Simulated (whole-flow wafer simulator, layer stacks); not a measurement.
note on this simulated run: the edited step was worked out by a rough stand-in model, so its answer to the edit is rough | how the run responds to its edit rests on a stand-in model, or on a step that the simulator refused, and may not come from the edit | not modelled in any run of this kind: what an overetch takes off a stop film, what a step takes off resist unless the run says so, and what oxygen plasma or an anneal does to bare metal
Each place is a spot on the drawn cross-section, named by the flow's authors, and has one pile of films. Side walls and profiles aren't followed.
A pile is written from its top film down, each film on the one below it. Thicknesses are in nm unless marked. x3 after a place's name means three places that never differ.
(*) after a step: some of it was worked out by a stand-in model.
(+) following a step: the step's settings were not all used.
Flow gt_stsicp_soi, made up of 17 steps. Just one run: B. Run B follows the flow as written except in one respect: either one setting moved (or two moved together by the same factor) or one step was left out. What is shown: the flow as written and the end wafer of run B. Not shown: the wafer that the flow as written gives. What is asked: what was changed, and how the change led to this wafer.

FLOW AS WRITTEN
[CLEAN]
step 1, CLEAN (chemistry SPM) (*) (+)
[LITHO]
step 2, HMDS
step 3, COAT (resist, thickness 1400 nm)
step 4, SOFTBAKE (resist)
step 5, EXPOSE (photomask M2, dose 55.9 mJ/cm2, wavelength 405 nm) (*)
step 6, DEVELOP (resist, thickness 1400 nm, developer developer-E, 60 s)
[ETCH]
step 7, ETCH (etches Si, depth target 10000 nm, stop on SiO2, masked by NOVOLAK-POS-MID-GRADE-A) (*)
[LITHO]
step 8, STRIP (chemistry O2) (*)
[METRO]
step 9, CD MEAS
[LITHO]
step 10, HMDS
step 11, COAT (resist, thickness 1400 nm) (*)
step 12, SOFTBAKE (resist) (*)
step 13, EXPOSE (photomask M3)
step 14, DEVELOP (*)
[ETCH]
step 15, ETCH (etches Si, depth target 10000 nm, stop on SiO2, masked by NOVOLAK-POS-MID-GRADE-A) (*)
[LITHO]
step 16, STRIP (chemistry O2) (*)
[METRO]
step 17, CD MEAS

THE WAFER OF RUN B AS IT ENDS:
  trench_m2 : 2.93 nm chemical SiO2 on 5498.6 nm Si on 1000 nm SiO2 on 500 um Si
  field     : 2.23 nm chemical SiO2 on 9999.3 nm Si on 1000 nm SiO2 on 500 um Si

The reason: step 7, ETCH: depth target 4500 nm was run, whereas the flow has depth target 10000 nm.

Step by step, how the change led to this:
  step 7, ETCH (etches Si, depth target 10000 nm, stop on SiO2, masked by NOVOLAK-POS-MID-GRADE-A) (*)
      trench_m2: -0.8 chemical SiO2 (all of it), -4500 Si (it would be, as written: -0.8 chemical SiO2 (all of it), -9999.9 Si (all of it))
      field, trench_m3: -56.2 resist (it would be, as written: -125 resist)
  step 8, STRIP (chemistry O2) (*)
      trench_m2: +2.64 chemical SiO2 (new film), -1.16 Si (it would be, as written: nothing)
      field, trench_m3: -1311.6 resist (all of it), +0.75 chemical SiO2, -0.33 Si (it would be, as written: -1242.8 resist (all of it), +0.74 chemical SiO2, -0.33 Si)
  step 11, COAT (resist, thickness 1400 nm) (*)
      field: +1369.5 resist (new film) (it would be, as written: +1332.8 resist (new film))
      trench_m2: +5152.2 resist (new film) (it would be, as written: +9583.4 resist (new film))
      (as well as at 1 more place)
  step 12, SOFTBAKE (resist) (*)
      trench_m2: +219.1 resist (it would be, as written: nothing)
      trench_m3: +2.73 resist (it would be, as written: nothing)
  step 14, DEVELOP (*)
      trench_m3: -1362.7 resist (all of it) (it would be, as written: -1311.7 resist (all of it))
  step 16, STRIP (chemistry O2) (*)
      trench_m2: -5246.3 resist (all of it), +0.28 chemical SiO2, -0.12 Si (it would be, as written: -9458.4 resist (all of it))
      field: -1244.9 resist (all of it), +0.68 chemical SiO2, -0.3 Si (it would be, as written: -1207.8 resist (all of it), +0.94 chemical SiO2, -0.41 Si)
